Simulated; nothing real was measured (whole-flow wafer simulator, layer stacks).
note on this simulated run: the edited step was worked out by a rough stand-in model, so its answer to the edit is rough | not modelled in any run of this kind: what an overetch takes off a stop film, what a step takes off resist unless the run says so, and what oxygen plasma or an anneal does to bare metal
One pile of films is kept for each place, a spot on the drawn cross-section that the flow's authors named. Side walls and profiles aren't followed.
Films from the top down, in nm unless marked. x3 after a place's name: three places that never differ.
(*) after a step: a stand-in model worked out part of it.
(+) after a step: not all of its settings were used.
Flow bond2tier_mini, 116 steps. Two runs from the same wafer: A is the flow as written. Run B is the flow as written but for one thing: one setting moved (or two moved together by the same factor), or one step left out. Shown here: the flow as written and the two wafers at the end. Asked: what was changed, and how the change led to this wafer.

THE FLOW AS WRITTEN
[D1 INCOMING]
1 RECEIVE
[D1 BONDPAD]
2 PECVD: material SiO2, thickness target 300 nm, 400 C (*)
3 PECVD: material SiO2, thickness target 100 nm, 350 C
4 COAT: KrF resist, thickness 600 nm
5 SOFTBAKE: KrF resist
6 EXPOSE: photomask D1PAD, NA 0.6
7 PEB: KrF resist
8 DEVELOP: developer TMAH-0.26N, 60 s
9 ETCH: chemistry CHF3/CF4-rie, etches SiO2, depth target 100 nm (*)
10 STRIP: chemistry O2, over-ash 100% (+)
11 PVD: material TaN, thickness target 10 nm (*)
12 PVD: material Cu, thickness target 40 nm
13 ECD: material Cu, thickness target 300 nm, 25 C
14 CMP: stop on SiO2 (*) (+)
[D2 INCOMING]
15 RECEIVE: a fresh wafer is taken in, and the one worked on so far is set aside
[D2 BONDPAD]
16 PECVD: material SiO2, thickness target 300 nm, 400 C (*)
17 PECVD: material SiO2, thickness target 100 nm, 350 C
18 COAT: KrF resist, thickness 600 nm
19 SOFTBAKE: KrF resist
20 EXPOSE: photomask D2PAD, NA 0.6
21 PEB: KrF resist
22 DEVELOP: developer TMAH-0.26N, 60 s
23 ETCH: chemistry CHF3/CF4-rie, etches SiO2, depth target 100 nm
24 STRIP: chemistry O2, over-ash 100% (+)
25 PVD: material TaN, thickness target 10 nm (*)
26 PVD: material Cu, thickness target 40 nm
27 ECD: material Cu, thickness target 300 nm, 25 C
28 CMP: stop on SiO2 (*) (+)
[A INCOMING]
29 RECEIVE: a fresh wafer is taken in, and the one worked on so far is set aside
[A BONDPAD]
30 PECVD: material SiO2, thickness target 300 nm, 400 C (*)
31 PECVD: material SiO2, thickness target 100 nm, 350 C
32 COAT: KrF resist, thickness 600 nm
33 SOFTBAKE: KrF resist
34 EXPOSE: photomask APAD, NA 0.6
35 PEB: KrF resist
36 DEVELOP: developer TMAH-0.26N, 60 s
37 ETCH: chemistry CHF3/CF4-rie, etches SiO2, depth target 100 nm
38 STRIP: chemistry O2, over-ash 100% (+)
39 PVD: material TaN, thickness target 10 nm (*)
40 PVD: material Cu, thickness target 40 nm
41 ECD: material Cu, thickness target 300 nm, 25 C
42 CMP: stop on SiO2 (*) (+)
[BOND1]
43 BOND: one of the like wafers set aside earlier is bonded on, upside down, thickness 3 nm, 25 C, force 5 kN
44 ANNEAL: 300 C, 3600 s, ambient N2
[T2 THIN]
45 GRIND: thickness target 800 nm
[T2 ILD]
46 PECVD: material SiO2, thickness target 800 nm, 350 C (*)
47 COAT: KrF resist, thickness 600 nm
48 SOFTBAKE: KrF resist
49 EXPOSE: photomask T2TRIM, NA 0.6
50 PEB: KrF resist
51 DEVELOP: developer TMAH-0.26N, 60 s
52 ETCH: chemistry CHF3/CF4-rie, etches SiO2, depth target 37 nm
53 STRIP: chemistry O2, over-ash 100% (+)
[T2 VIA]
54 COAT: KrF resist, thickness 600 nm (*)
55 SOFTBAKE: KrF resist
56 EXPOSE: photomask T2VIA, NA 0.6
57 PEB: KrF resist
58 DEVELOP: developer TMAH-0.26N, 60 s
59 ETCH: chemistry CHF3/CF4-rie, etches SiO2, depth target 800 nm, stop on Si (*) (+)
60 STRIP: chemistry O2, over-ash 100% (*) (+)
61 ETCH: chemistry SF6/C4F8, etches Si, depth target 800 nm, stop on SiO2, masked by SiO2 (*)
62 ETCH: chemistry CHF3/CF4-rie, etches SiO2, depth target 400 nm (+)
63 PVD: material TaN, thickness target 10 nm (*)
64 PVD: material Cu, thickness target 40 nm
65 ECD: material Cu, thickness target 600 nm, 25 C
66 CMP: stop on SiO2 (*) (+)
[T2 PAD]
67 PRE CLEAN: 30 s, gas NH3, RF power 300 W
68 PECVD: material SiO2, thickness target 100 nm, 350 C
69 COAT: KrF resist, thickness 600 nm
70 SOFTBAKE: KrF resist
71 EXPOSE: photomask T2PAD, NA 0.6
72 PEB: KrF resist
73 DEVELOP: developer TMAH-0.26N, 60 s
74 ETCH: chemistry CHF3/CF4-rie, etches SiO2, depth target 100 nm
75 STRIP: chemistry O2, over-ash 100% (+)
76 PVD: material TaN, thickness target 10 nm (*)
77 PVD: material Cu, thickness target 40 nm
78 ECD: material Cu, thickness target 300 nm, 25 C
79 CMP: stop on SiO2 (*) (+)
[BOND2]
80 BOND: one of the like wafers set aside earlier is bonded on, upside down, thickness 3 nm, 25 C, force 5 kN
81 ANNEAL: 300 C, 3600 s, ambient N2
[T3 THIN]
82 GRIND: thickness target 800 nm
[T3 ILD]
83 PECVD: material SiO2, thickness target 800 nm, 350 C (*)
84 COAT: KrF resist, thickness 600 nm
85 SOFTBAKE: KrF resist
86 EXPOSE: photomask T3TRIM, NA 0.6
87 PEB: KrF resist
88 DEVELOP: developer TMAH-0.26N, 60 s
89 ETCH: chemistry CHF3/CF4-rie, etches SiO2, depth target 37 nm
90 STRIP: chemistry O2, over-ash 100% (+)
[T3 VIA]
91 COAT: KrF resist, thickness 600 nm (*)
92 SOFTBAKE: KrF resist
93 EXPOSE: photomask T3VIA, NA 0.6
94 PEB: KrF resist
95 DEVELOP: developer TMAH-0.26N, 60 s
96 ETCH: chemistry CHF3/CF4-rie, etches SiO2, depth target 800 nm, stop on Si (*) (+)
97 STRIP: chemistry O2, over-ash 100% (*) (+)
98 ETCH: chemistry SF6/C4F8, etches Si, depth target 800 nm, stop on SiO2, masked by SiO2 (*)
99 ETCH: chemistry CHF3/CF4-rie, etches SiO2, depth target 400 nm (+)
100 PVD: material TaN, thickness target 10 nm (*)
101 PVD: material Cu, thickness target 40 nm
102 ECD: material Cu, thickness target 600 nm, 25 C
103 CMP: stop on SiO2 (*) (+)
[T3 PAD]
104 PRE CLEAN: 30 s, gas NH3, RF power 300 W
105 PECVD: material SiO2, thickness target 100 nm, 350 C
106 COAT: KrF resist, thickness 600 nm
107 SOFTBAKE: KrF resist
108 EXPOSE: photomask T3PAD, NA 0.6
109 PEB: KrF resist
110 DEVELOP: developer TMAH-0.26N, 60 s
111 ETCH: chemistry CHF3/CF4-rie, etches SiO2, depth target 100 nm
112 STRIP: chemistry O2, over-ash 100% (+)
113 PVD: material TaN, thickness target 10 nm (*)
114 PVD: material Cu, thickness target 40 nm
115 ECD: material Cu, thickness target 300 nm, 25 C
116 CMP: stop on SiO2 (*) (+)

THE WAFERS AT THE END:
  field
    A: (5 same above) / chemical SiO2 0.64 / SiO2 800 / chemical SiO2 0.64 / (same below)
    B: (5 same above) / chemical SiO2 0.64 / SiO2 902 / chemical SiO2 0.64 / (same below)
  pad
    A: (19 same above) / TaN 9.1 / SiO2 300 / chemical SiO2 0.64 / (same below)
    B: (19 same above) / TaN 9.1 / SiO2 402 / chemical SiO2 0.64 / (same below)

The cause: step 30, PECVD: thickness target 402 nm was run, where the flow has thickness target 300 nm.
It can be read off the wafer: pad has SiO2 402, and step 30 as written asks for 300 nm.

How the change led to this, step by step:
  30 PECVD: material SiO2, thickness target 300 nm, 400 C (*)
      field, pad, via: A SiO2 +300 (new film) | B SiO2 +402 (new film)
